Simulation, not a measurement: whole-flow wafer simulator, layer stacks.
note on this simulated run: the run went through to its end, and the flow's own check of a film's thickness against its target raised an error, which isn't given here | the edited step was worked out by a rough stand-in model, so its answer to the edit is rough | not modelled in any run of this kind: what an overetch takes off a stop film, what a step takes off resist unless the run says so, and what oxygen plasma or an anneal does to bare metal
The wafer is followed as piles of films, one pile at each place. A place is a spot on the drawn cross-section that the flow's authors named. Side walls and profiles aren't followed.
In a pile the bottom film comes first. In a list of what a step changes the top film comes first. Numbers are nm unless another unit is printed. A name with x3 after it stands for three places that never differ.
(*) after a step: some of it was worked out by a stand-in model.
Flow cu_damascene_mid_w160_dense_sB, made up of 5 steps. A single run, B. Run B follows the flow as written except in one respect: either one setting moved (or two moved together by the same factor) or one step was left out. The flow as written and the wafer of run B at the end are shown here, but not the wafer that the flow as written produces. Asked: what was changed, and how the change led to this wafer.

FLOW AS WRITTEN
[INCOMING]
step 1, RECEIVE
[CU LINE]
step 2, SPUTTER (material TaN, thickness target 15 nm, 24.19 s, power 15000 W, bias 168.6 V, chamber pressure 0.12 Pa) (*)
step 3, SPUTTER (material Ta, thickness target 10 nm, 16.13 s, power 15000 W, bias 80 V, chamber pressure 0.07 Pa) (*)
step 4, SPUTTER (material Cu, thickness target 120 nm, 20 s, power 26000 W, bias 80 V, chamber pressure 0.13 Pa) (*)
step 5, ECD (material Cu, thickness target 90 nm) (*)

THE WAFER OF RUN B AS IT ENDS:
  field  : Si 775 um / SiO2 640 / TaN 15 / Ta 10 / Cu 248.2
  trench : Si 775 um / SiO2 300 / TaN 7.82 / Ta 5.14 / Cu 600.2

What caused this: step 5, ECD: thickness target 128.2 nm was run, though the flow has thickness target 90 nm.

The path from the change to this, step by step:
  step 5, ECD (material Cu, thickness target 90 nm) (*)
      field: Cu gains 128.2 (it would be, as written: Cu gains 90)
      trench: Cu gains 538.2 (it would be, as written: Cu gains 500)
